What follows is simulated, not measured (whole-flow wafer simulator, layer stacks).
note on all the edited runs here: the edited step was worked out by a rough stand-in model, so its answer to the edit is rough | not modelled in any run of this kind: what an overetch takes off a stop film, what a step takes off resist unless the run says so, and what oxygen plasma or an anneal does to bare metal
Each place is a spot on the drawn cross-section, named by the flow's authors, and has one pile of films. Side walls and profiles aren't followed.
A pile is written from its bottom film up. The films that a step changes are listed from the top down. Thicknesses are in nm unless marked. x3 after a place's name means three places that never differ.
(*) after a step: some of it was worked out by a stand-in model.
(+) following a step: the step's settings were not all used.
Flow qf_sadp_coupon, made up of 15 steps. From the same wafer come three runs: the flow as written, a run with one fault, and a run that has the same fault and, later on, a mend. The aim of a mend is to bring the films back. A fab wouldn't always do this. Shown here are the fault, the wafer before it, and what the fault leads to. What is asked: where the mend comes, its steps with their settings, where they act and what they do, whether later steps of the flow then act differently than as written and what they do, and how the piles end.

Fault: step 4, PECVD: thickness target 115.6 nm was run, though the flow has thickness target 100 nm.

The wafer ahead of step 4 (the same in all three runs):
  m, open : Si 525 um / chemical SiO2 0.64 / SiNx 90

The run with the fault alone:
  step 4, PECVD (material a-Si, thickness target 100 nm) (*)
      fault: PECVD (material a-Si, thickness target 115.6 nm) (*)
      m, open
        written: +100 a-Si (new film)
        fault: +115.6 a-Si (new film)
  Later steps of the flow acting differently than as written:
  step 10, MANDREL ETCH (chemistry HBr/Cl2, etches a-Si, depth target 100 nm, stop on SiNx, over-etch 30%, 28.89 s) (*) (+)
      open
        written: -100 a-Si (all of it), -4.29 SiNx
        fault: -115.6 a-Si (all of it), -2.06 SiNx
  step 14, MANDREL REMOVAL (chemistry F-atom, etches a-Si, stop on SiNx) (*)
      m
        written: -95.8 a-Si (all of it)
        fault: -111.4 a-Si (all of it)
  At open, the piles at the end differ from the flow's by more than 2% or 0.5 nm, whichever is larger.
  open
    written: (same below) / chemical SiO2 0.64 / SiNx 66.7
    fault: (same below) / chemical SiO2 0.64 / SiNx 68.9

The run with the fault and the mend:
  After step 4 comes the mend.
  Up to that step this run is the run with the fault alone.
  step 4a, ETCH (chemistry tmah, depth target 132.9 nm)
      m, open
        -115.6 a-Si (all of it)
  step 4b, PECVD (material a-Si, thickness target 100 nm) (*) (the flow's step 4 again)
      m, open
        +100 a-Si (new film)
  Later steps of the flow that are run all act as written at every place that is followed.
  By the end, the piles equal the flow's at every place that both follow.
